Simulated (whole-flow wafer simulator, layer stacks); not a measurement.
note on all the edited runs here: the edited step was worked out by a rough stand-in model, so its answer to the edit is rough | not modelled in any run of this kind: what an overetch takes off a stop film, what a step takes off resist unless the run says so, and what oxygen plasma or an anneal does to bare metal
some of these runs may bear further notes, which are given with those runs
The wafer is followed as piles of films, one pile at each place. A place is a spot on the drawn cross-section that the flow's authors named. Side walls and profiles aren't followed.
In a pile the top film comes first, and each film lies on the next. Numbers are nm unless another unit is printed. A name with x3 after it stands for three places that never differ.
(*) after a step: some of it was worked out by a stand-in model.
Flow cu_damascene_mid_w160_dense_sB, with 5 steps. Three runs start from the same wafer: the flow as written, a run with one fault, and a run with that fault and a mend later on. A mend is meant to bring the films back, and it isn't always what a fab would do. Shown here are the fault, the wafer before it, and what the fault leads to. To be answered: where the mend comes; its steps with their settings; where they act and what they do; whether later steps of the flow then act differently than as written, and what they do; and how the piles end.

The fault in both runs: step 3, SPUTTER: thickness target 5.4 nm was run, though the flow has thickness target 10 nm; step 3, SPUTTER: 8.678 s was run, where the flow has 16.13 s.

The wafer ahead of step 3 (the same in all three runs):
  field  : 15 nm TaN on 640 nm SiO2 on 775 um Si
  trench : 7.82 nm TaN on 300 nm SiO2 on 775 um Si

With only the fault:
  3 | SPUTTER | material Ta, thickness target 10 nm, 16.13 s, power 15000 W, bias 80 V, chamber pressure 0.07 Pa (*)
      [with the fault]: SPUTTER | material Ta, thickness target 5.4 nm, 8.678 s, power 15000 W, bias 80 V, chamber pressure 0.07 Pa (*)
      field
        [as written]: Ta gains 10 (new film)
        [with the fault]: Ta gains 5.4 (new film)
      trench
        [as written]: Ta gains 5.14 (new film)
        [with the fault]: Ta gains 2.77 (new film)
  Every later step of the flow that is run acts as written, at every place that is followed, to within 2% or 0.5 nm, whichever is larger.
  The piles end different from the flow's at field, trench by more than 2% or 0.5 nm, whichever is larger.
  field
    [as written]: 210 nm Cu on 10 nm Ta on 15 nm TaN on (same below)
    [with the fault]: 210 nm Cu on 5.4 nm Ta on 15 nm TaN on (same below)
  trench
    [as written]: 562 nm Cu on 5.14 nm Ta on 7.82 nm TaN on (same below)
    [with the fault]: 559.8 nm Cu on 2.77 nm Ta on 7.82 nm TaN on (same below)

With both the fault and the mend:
  After step 3 comes the mend.
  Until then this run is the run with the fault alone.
  3a | SPUTTER | material Ta, thickness target 4.6 nm, 7.452 s, power 15000 W, bias 80 V, chamber pressure 0.07 Pa (*) (the flow's step 3 again, with other settings)
      field
        Ta gains 4.6
      trench
        Ta gains 2.33
  Every later step of the flow that is run acts as written, at every place that is followed, to within 2% or 0.5 nm, whichever is larger.
  At the end the piles are close to the flow's at the places that both follow, differing by at most 2% or 0.5 nm, whichever is larger.
